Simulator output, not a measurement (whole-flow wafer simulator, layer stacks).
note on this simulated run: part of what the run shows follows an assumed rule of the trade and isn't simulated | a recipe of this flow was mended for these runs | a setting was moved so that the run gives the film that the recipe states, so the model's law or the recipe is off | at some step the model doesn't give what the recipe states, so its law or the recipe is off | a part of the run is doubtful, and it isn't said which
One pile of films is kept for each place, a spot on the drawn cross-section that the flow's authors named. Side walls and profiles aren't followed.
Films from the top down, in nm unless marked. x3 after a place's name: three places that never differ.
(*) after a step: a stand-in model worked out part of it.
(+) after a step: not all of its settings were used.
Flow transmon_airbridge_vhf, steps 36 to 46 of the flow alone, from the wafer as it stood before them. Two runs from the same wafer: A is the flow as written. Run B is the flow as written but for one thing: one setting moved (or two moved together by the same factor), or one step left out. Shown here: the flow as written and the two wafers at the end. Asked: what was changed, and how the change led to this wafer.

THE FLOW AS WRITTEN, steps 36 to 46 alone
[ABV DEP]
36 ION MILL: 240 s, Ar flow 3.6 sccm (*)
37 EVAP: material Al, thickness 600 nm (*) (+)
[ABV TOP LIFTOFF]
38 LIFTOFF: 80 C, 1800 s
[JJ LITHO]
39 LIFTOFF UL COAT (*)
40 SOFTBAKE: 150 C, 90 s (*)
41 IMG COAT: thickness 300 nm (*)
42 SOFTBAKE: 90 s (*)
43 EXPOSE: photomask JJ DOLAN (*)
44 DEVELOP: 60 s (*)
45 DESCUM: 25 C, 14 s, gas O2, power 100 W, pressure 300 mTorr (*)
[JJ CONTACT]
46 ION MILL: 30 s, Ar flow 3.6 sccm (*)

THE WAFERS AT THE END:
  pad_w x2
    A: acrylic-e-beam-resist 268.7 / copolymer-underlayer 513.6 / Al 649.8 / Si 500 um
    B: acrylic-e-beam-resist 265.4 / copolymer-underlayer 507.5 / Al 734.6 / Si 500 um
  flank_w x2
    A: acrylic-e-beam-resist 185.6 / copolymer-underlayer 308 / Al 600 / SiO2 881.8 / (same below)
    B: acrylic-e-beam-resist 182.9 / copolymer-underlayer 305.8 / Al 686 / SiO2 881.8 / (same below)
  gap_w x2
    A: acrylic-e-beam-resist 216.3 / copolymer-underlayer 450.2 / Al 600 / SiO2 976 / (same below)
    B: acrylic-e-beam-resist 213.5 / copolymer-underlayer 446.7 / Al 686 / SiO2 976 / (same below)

The cause: step 37, EVAP: thickness 686 nm was run, where the flow has thickness 600 nm.
It can be read off the wafer: flank_w x2 has Al 686, and step 37 as written asks for 600 nm.

How the change led to this, step by step:
  37 EVAP: material Al, thickness 600 nm (*) (+)
      field x3, jj_line, ground_far and 10 more: A Al +600 (new film) | B Al +686 (new film)
      pad_w x2: A Al +591.1 | B Al +675.8
  38 LIFTOFF: 80 C, 1800 s
      field x3, jj_line, trace_open_s x2: A Al -600 (all of it), i-line-resist -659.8 (all of it), lift-off-underlayer -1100 (all of it), acrylic-e-beam-resist -240 (all of it) | B Al -686 (all of it), i-line-resist -659.8 (all of it), lift-off-underlayer -1100 (all of it), acrylic-e-beam-resist -240 (all of it)
      margin_s, margin_n: A Al -600 (all of it), i-line-resist -378.2 (all of it), lift-off-underlayer -823.4 (all of it), acrylic-e-beam-resist -168.6 (all of it) | B Al -686 (all of it), i-line-resist -378.2 (all of it), lift-off-underlayer -823.4 (all of it), acrylic-e-beam-resist -168.6 (all of it)
      (and at 1 more place)
  39 LIFTOFF UL COAT (*)
      bridge_strip: A copolymer-underlayer +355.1 (new film) | B copolymer-underlayer +347.2 (new film)
  41 IMG COAT: thickness 300 nm (*)
      bridge_strip: A acrylic-e-beam-resist +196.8 (new film) | B acrylic-e-beam-resist +191.6 (new film)
